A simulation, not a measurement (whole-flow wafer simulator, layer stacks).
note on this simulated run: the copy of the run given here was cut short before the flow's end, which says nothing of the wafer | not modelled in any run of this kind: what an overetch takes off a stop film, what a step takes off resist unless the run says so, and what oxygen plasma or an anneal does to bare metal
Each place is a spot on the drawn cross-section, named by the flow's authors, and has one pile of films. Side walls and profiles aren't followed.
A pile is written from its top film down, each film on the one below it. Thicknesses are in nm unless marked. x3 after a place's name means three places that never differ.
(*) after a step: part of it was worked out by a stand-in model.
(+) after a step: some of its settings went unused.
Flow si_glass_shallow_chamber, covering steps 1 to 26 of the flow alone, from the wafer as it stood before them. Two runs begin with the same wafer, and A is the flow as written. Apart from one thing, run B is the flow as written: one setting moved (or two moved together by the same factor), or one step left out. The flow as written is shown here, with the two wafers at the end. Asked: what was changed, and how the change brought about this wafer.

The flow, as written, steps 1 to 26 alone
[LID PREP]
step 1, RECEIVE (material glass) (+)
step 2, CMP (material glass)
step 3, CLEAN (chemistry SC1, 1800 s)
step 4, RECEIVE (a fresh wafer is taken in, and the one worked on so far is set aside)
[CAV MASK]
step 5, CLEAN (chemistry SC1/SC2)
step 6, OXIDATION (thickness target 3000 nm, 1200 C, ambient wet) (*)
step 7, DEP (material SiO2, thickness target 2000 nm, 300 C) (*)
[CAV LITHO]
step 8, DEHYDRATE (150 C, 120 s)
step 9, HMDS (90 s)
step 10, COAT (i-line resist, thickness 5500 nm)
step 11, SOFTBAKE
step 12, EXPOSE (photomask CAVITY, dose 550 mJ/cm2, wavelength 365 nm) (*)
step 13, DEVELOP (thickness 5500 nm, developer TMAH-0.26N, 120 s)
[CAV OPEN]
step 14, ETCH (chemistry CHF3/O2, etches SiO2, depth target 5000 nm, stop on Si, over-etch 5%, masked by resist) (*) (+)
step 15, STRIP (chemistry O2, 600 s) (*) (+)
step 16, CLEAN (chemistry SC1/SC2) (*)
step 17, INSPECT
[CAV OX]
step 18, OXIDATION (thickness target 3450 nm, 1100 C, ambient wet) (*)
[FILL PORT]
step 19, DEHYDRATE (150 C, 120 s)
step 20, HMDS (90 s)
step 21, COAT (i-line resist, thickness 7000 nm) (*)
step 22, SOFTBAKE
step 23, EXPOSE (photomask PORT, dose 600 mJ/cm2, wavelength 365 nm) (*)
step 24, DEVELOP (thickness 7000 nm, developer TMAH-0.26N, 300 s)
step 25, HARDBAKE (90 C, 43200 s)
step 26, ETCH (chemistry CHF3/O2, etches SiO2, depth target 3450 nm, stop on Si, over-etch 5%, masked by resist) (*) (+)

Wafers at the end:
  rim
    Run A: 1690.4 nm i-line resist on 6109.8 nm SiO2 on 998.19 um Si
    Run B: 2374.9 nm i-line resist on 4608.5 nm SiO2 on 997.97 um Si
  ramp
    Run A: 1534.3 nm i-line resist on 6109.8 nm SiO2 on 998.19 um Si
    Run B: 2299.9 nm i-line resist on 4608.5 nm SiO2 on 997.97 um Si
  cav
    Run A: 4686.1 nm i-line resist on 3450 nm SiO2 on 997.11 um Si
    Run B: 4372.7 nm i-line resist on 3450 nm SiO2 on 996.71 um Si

Cause: step 7, DEP: material SiO2, thickness target 2000 nm, 300 C (*), was skipped.

How this came from the change, step by step:
  step 14, ETCH (chemistry CHF3/O2, etches SiO2, depth target 5000 nm, stop on Si, over-etch 5%, masked by resist) (*) (+)
      rim, ramp, septum, ring: A i-line resist loses 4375 | B i-line resist loses 2625
      cav, port: A SiO2 loses 5000 (all of it), Si loses 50 | B SiO2 loses 3000 (all of it), Si loses 450
  step 15, STRIP (chemistry O2, 600 s) (*) (+)
      rim, ramp, septum, ring: A i-line resist loses 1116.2 (all of it) | B i-line resist loses 2866.2 (all of it)
  step 18, OXIDATION (thickness target 3450 nm, 1100 C, ambient wet) (*)
      rim, ramp, septum, ring: A SiO2 gains 1109.8, Si loses 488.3 | B SiO2 gains 1608.5, Si loses 707.7
  step 21, COAT (i-line resist, thickness 7000 nm) (*)
      rim: A i-line resist gains 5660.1 (new film) | B i-line resist gains 6120 (new film)
      ramp: A i-line resist gains 5087.8 (new film) | B i-line resist gains 5730.8 (new film)
      (and at 2 other places as well)
  step 22, SOFTBAKE
      rim: A i-line resist loses 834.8 | B i-line resist loses 575.7
      ramp: A i-line resist loses 425.6 | B i-line resist loses 265.4
      (and at 4 other places as well)
  step 24, DEVELOP (thickness 7000 nm, developer TMAH-0.26N, 300 s)
      port: A i-line resist loses 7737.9 (all of it) | B i-line resist loses 7515.1 (all of it)
  step 25, HARDBAKE (90 C, 43200 s)
      rim: A i-line resist loses 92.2 | B i-line resist loses 126.6
      ramp: A i-line resist loses 85 | B i-line resist loses 122.6
      (and at 1 other place as well)
